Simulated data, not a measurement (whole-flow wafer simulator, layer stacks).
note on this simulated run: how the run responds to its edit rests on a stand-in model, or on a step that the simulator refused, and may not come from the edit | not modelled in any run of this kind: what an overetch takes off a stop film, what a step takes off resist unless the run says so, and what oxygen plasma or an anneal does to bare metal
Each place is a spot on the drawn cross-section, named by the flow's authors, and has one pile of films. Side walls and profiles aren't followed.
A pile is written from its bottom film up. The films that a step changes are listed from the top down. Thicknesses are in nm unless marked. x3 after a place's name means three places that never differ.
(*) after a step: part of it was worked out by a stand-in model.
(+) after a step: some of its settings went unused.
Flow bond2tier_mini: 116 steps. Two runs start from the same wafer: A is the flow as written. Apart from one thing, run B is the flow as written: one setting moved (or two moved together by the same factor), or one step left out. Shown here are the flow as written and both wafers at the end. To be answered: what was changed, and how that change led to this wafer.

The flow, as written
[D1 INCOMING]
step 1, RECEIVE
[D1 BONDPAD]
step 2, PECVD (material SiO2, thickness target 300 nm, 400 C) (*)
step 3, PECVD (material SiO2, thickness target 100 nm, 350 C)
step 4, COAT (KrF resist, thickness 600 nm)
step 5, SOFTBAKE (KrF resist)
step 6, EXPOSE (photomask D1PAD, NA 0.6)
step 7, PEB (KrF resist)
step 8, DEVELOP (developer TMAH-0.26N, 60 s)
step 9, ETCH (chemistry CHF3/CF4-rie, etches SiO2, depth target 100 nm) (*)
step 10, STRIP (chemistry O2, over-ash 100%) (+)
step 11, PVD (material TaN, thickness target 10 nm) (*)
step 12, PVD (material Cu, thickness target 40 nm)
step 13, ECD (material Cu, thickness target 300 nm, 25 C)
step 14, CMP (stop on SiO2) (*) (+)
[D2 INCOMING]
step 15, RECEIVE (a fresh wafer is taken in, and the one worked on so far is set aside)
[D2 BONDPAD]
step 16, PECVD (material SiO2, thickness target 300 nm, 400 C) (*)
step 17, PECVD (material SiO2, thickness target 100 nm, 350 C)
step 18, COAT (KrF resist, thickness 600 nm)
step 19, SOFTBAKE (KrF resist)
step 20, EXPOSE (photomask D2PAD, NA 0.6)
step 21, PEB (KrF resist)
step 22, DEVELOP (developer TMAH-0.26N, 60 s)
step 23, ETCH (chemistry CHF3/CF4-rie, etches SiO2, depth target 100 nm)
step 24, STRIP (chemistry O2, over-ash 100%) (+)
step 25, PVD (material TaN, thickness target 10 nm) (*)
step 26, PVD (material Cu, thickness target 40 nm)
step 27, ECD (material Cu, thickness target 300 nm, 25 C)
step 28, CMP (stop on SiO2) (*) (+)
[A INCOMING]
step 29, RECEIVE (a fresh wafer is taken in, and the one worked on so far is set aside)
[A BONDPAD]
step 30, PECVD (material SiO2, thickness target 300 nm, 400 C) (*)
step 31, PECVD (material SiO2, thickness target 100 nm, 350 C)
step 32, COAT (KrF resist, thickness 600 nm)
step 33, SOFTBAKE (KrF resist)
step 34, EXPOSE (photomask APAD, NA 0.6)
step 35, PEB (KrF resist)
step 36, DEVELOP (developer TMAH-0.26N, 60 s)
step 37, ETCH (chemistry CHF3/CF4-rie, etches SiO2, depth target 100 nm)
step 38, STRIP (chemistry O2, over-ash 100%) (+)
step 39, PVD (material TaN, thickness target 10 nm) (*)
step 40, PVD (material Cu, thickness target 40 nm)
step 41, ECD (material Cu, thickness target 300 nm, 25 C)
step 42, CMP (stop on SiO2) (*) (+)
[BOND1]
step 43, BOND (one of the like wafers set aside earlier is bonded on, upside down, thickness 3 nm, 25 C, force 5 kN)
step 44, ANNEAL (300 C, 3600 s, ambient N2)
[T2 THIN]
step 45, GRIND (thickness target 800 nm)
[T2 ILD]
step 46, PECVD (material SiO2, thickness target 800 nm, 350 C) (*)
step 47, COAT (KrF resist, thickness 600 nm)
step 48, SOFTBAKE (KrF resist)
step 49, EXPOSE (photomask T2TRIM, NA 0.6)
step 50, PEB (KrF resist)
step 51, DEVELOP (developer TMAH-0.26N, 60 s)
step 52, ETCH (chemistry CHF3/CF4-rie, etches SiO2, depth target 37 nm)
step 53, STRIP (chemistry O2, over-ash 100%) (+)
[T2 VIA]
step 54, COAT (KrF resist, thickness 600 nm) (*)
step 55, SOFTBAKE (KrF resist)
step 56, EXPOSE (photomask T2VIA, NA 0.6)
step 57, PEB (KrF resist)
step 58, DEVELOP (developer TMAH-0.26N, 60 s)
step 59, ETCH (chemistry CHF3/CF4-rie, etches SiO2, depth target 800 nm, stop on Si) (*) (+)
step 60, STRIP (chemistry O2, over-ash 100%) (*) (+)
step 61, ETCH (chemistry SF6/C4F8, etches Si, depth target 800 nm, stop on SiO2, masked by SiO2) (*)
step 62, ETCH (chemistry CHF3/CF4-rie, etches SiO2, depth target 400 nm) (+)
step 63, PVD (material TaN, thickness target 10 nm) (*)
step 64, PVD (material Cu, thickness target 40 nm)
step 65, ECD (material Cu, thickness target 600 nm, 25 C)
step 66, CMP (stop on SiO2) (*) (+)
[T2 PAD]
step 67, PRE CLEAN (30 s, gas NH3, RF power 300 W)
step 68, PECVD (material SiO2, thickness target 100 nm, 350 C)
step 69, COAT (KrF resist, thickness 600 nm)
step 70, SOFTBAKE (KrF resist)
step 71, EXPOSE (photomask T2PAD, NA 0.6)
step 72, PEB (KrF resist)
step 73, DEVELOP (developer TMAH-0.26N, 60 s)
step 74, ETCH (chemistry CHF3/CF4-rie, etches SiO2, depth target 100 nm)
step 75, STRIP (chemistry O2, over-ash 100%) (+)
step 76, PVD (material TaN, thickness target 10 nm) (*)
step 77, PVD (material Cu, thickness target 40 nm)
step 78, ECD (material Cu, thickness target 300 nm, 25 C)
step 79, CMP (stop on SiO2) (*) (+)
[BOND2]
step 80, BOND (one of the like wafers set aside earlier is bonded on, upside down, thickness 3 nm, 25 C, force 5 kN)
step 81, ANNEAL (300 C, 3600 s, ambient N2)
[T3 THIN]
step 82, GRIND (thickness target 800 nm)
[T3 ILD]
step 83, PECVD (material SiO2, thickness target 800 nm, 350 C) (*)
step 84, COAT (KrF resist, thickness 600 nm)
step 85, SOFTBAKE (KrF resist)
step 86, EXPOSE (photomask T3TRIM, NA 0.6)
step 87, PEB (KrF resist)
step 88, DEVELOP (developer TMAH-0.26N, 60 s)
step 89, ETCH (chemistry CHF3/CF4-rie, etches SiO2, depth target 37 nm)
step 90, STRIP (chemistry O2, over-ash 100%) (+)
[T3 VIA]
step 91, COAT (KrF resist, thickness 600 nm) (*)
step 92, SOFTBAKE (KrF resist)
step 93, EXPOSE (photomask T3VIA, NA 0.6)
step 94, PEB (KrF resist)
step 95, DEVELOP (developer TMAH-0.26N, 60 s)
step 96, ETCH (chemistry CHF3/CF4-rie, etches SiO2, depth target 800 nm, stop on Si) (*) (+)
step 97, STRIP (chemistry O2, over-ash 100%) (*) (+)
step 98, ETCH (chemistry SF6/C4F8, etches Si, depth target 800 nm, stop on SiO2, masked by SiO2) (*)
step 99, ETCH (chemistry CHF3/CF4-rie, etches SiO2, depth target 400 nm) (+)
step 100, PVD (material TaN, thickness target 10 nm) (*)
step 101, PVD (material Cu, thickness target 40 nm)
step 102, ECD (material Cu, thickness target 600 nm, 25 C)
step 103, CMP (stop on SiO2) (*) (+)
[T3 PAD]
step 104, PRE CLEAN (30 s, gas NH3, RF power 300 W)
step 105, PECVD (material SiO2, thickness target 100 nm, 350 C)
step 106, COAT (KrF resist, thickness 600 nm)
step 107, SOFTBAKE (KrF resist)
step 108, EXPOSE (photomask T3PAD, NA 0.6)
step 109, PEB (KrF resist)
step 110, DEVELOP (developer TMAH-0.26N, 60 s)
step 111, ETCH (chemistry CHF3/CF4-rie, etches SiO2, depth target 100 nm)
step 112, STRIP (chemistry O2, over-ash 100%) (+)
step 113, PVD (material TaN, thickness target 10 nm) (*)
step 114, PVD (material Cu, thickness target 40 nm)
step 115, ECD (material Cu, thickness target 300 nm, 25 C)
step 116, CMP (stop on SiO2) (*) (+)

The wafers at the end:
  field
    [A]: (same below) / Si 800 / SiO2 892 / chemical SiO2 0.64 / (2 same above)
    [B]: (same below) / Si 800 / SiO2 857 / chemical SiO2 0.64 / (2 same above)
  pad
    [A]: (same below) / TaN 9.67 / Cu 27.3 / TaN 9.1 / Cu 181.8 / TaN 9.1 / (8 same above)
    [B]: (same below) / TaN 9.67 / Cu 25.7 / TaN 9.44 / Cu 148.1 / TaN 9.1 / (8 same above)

The reason: step 68, PECVD: thickness target 65 nm was run, though the flow has thickness target 100 nm.

The path from the change to this, step by step:
  step 68, PECVD (material SiO2, thickness target 100 nm, 350 C)
      field: A SiO2 gains 100 | B SiO2 gains 65
      pad: A SiO2 gains 100 (new film) | B SiO2 gains 65 (new film)
  step 74, ETCH (chemistry CHF3/CF4-rie, etches SiO2, depth target 100 nm)
      pad: A SiO2 loses 100 (all of it) | B SiO2 loses 65 (all of it), Cu loses 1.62
      field: A KrF resist loses 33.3 | B KrF resist loses 32.5
  step 77, PVD (material Cu, thickness target 40 nm)
      pad: A Cu gains 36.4 (new film) | B Cu gains 37.6 (new film)
  step 78, ECD (material Cu, thickness target 300 nm, 25 C)
      pad: A Cu gains 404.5 | B Cu gains 369.6
